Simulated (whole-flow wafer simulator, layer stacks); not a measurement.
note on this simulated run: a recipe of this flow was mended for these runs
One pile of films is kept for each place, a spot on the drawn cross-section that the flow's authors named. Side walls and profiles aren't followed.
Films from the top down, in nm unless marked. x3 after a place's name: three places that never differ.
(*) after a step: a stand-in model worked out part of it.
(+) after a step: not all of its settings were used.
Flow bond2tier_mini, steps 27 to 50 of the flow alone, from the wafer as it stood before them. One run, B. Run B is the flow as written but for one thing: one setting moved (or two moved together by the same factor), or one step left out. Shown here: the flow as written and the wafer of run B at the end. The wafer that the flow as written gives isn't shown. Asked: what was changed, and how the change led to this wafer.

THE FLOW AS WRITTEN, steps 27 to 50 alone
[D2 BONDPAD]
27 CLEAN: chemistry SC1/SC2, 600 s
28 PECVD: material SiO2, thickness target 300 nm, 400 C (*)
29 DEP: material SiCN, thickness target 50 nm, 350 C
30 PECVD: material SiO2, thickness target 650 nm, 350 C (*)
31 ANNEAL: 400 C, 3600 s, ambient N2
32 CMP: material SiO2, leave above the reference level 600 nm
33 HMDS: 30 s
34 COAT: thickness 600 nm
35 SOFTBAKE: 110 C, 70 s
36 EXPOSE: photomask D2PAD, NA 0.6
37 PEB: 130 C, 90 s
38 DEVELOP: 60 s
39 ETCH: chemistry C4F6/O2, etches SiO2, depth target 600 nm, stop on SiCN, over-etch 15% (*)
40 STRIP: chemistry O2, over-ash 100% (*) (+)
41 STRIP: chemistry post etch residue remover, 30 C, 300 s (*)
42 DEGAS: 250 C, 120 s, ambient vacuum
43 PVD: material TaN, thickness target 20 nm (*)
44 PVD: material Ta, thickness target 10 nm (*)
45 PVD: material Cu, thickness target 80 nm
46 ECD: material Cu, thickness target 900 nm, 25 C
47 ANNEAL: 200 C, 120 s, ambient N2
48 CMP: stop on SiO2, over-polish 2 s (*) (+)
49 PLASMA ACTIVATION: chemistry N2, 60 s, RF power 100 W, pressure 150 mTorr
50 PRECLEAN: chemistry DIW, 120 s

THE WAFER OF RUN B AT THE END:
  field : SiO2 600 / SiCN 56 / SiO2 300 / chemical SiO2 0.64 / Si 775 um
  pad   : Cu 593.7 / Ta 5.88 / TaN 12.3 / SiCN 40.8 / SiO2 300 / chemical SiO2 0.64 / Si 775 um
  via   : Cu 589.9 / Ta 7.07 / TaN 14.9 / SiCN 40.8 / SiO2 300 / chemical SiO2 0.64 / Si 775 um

The cause: step 29, DEP: thickness target 56 nm was run, where the flow has thickness target 50 nm.
It can be read off the wafer: field has SiCN 56, and step 29 as written asks for 50 nm.

How the change led to this, step by step:
  29 DEP: material SiCN, thickness target 50 nm, 350 C
      field, pad, via: SiCN +56 (new film) (as written it would be: SiCN +50 (new film))
